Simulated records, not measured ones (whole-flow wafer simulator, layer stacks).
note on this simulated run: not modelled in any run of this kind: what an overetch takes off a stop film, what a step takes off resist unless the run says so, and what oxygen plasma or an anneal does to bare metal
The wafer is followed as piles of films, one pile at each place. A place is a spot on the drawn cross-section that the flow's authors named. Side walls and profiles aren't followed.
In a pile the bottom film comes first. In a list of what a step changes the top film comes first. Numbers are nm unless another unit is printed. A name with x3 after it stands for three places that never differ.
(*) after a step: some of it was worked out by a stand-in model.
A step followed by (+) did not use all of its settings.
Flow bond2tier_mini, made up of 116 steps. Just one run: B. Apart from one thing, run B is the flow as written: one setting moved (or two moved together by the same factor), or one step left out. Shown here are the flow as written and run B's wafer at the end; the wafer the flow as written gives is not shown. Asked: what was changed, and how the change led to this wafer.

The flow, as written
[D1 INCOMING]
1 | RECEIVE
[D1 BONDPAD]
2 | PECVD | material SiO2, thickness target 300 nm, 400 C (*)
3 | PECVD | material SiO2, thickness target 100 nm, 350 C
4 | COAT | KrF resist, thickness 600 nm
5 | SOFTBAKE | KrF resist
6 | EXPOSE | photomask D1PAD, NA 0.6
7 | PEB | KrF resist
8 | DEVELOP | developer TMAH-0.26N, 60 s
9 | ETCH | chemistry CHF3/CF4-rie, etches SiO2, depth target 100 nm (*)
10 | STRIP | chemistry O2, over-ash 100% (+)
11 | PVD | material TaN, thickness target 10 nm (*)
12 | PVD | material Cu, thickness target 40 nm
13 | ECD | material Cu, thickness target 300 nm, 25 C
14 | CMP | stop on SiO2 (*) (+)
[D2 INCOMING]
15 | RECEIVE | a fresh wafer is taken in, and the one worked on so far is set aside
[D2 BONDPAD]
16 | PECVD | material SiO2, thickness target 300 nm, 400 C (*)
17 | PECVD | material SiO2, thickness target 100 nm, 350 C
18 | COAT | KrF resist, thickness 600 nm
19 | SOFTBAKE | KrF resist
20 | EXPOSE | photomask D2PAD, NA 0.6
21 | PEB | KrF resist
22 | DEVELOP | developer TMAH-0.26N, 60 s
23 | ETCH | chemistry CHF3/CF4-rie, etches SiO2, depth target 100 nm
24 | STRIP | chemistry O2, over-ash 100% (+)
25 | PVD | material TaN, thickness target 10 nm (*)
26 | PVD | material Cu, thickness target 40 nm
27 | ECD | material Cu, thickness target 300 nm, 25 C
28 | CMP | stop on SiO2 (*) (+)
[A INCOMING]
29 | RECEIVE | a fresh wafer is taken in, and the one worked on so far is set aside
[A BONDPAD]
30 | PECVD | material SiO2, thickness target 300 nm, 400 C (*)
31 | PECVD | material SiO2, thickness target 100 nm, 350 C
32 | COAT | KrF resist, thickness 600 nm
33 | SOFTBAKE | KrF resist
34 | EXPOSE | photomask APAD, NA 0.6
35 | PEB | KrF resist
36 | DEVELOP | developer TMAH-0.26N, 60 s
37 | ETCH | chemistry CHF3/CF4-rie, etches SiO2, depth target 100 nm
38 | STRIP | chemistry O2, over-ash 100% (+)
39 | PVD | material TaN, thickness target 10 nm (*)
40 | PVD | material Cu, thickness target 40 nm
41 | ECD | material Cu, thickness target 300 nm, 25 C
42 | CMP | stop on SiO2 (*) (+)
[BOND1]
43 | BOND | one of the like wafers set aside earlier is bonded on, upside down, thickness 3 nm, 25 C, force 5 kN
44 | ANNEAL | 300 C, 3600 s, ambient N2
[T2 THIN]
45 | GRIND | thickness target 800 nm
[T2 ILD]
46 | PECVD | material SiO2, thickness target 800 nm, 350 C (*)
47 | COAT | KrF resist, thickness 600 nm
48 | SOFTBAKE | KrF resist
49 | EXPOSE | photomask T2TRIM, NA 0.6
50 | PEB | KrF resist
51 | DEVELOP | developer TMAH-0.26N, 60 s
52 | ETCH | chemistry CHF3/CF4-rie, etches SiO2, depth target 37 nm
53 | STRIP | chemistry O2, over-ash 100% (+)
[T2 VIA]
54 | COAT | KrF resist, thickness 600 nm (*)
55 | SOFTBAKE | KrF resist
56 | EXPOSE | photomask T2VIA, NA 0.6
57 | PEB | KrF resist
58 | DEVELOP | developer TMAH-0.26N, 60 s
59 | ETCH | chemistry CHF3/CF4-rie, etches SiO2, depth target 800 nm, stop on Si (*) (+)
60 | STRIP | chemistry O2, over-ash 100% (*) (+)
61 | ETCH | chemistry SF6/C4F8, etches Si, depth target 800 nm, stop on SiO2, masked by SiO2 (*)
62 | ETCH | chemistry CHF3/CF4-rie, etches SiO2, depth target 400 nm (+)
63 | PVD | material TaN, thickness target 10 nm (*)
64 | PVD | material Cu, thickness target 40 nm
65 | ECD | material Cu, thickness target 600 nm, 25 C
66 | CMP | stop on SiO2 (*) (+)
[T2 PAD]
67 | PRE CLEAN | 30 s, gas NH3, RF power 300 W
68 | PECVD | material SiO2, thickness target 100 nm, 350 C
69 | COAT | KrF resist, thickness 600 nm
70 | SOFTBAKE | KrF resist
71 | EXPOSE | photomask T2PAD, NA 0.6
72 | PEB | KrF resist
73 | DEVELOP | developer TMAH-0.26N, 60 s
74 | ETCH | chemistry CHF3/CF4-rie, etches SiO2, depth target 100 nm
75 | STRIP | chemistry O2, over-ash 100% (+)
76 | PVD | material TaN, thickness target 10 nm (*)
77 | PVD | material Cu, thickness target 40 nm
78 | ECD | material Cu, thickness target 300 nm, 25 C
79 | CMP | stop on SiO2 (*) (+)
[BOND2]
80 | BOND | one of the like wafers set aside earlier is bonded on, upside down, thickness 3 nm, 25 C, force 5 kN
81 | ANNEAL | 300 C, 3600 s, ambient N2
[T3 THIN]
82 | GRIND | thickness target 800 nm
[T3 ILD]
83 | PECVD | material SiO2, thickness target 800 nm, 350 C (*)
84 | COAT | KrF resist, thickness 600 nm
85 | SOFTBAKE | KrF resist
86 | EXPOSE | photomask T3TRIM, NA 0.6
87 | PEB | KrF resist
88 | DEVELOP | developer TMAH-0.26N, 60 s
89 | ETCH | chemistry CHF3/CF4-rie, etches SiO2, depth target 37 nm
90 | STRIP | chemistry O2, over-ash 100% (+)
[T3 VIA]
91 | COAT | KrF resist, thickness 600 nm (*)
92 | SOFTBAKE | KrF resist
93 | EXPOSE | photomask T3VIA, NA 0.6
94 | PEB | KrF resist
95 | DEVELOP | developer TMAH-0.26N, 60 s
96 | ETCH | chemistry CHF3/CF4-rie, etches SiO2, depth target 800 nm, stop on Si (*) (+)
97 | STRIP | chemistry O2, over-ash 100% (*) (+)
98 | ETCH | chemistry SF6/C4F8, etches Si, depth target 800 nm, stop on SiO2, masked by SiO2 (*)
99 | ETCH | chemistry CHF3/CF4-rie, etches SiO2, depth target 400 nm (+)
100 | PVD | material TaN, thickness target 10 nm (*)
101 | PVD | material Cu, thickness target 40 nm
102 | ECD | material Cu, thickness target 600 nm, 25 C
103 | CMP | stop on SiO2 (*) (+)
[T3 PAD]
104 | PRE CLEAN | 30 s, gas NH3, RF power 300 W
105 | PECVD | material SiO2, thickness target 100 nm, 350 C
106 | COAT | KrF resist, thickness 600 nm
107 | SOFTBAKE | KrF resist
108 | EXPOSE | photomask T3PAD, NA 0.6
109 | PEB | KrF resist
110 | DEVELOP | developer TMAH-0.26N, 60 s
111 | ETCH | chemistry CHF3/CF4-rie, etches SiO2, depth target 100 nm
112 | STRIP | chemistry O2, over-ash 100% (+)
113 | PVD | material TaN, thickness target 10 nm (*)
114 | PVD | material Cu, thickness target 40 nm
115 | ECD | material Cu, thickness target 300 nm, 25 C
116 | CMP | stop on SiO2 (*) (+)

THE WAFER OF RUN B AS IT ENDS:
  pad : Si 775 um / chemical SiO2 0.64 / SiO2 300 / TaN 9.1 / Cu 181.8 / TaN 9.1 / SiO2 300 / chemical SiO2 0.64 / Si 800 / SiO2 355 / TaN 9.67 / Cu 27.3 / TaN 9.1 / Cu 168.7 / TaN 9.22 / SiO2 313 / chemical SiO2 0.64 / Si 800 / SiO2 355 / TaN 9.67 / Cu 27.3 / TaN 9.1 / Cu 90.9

The reason: step 23, ETCH: depth target 87 nm was run, while the flow as written has depth target 100 nm.

Step by step, how the change led to this:
  23 | ETCH | chemistry CHF3/CF4-rie, etches SiO2, depth target 100 nm
      pad, via: -87 SiO2 (in the flow as written it would be: -100 SiO2)
      field: -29 KrF resist (in the flow as written it would be: -33.3 KrF resist)
  27 | ECD | material Cu, thickness target 300 nm, 25 C
      pad: +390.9 Cu (in the flow as written it would be: +404.5 Cu)
      via: +387.1 Cu (in the flow as written it would be: +400.2 Cu)
  80 | BOND | one of the like wafers set aside earlier is bonded on, upside down, thickness 3 nm, 25 C, force 5 kN
      pad: +775 um Si (new film), +0.64 chemical SiO2 (new film), +313 SiO2 (new film), +9.22 TaN (new film), +77.8 Cu (in the flow as written it would be: +775 um Si (new film), +0.64 chemical SiO2 (new film), +300 SiO2 (new film), +9.1 TaN (new film), +90.9 Cu)
